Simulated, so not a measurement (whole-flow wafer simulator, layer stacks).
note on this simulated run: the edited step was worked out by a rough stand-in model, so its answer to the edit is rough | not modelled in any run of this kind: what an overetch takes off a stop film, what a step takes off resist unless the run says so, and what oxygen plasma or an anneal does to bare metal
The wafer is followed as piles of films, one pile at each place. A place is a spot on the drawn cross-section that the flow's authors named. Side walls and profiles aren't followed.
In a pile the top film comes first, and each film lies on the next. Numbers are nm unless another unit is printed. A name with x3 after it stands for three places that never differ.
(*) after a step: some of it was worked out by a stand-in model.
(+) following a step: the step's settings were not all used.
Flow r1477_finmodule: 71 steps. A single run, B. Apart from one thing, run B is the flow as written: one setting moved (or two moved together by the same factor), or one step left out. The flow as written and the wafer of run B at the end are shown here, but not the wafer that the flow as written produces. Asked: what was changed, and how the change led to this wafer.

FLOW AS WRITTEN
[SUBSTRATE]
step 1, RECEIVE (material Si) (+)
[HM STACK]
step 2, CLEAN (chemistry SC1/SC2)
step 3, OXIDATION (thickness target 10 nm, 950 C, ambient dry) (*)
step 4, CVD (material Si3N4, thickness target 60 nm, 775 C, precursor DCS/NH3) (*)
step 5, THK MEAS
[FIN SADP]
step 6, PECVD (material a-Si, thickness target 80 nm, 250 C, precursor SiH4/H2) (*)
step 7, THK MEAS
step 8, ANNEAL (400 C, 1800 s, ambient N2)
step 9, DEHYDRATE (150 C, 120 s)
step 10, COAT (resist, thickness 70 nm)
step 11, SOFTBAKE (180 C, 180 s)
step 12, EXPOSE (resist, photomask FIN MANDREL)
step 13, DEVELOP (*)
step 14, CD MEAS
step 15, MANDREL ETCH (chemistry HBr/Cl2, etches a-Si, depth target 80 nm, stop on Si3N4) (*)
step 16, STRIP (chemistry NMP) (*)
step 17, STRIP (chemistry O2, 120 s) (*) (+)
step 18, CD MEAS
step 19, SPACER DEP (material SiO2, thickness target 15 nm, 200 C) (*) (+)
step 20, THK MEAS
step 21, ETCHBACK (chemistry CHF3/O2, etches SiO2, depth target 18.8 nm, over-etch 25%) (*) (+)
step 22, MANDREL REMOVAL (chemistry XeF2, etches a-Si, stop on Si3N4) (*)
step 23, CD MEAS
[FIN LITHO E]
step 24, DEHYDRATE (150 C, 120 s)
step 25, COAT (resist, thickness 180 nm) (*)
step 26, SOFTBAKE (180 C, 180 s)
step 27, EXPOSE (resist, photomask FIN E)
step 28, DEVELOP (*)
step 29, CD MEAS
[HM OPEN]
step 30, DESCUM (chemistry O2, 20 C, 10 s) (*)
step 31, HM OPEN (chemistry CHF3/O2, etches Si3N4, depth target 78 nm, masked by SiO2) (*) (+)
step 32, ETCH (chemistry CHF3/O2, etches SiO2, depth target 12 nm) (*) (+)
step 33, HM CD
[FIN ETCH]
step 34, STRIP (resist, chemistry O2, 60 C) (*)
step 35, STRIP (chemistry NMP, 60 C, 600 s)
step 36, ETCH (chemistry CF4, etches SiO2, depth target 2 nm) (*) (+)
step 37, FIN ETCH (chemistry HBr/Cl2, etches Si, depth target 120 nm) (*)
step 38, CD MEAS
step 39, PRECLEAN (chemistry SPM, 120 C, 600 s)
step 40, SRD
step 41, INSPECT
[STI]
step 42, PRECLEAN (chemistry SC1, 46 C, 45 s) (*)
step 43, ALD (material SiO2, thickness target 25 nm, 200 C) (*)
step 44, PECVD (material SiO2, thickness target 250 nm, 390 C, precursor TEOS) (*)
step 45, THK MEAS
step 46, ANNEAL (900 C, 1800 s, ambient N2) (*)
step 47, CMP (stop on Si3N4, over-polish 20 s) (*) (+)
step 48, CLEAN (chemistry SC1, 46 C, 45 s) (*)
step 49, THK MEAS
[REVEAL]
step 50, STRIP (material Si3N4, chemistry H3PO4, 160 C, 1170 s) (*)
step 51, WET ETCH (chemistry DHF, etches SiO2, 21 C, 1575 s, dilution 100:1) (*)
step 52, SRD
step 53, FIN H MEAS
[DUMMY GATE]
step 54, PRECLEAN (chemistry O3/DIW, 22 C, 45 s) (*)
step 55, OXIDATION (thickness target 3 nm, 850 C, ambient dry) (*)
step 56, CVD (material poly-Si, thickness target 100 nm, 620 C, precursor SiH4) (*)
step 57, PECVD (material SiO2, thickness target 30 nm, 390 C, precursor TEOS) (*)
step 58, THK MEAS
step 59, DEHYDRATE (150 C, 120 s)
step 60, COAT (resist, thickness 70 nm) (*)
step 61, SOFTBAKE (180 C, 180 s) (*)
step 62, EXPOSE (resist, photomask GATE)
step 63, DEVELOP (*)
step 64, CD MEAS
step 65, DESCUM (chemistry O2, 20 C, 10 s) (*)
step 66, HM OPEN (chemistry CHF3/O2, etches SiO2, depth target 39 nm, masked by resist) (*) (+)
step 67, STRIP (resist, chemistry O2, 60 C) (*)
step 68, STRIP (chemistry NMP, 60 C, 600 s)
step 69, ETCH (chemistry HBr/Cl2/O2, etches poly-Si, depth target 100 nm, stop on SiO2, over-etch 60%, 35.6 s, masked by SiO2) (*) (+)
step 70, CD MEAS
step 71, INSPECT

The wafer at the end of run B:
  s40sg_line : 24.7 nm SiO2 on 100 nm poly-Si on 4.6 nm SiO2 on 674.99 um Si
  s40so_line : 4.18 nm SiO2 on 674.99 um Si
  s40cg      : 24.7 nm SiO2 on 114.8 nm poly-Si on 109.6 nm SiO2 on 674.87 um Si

The reason: step 55, OXIDATION: thickness target 4.6 nm was run, while the flow as written has thickness target 3 nm.
One can read it off the wafer: s40sg_line has SiO2 4.6, and step 55 as written asks for 3 nm.

How this came from the change, step by step:
  step 55, OXIDATION (thickness target 3 nm, 850 C, ambient dry) (*)
      s40sg_line, s45sg_line, s50sg_line, s40so_line, s45so_line, s50so_line: +4.6 SiO2 (new film), -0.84 chemical SiO2 (all of it), -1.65 Si (it would be, as written: +3 SiO2 (new film), -0.84 chemical SiO2 (all of it), -0.95 Si)
  step 67, STRIP (resist, chemistry O2, 60 C) (*)
      s40sg: -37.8 resist (all of it) (it would be, as written: -36.9 resist (all of it))
      s45sg: -37.7 resist (all of it) (it would be, as written: -36.9 resist (all of it))
      (also at 1 further place)
